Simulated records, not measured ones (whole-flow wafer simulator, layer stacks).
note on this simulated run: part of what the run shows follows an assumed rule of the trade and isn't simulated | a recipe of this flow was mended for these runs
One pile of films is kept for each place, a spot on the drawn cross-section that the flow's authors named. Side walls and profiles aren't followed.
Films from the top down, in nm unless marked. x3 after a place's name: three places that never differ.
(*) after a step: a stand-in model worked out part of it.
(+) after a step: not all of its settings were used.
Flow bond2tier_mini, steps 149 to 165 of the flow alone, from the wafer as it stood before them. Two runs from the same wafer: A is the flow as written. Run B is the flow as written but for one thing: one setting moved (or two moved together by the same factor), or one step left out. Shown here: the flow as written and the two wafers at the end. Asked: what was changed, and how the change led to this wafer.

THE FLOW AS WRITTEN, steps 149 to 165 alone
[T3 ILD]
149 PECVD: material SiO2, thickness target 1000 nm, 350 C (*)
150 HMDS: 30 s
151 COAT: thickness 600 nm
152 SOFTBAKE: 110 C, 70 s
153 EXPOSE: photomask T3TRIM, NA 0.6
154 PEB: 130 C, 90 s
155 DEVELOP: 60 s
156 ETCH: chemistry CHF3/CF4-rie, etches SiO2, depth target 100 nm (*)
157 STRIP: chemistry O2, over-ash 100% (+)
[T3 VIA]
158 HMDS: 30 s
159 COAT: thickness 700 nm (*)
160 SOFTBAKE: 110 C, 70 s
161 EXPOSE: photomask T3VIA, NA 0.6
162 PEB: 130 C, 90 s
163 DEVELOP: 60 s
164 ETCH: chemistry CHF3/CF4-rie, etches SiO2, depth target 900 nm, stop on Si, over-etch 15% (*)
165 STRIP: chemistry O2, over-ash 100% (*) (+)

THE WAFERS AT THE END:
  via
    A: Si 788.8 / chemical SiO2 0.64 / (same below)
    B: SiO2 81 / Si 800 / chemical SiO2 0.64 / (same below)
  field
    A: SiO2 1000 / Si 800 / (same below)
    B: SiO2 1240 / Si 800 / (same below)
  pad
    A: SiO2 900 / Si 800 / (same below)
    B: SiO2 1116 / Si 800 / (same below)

The cause: step 149, PECVD: thickness target 1240 nm was run, where the flow has thickness target 1000 nm; step 156, ETCH: depth target 124 nm was run, where the flow has depth target 100 nm.
It can be read off the wafer: field has SiO2 1240, and step 149 as written asks for 1000 nm.

How the change led to this, step by step:
  149 PECVD: material SiO2, thickness target 1000 nm, 350 C (*)
      field, pad, via: A SiO2 +1000 (new film) | B SiO2 +1240 (new film)
  156 ETCH: chemistry CHF3/CF4-rie, etches SiO2, depth target 100 nm (*)
      pad, via: A SiO2 -100 | B SiO2 -124
      field: A thick-KrF-resist -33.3 | B thick-KrF-resist -41.3
  164 ETCH: chemistry CHF3/CF4-rie, etches SiO2, depth target 900 nm, stop on Si, over-etch 15% (*)
      via: A SiO2 -900 (all of it), Si -11.2 | B SiO2 -1035
  165 STRIP: chemistry O2, over-ash 100% (*) (+)
      field: A thick-KrF-resist -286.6 (all of it) | B thick-KrF-resist -276.6 (all of it)
      pad: A thick-KrF-resist -372.9 (all of it) | B thick-KrF-resist -383.4 (all of it)
